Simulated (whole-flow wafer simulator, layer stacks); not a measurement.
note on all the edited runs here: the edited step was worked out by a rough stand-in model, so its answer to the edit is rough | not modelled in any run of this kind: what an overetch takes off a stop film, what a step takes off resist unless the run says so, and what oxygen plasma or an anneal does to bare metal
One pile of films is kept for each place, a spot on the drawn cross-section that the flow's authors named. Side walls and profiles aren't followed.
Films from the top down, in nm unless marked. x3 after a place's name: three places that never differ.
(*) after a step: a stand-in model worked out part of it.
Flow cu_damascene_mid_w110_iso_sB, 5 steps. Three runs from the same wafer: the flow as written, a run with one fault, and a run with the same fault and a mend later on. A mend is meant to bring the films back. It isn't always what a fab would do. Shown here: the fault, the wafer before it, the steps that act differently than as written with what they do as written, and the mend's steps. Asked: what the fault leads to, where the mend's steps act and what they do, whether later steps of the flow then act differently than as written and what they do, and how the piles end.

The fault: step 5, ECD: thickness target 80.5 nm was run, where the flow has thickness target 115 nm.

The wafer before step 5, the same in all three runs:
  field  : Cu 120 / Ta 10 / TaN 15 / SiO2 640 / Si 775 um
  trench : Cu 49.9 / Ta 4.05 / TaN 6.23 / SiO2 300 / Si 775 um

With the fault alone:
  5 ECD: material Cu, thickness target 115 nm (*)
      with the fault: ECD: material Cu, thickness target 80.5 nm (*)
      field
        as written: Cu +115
        with the fault: Cu +80.5
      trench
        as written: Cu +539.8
        with the fault: Cu +505.3
  No later step of the flow acts differently than as written at any place that is followed.
  At the end the piles differ from the flow's by more than 2% or 0.5 nm, whichever is larger, at field, trench.
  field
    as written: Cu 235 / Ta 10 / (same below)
    with the fault: Cu 200.5 / Ta 10 / (same below)
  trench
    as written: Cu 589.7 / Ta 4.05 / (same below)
    with the fault: Cu 555.2 / Ta 4.05 / (same below)

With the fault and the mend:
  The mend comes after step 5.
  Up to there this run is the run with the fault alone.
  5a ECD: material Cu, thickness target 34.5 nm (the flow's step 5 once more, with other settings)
      field, trench
        Cu +34.5
  No later step of the flow acts differently than as written at any place that is followed.
  At the end the piles are the same as the flow's at every place that both follow.
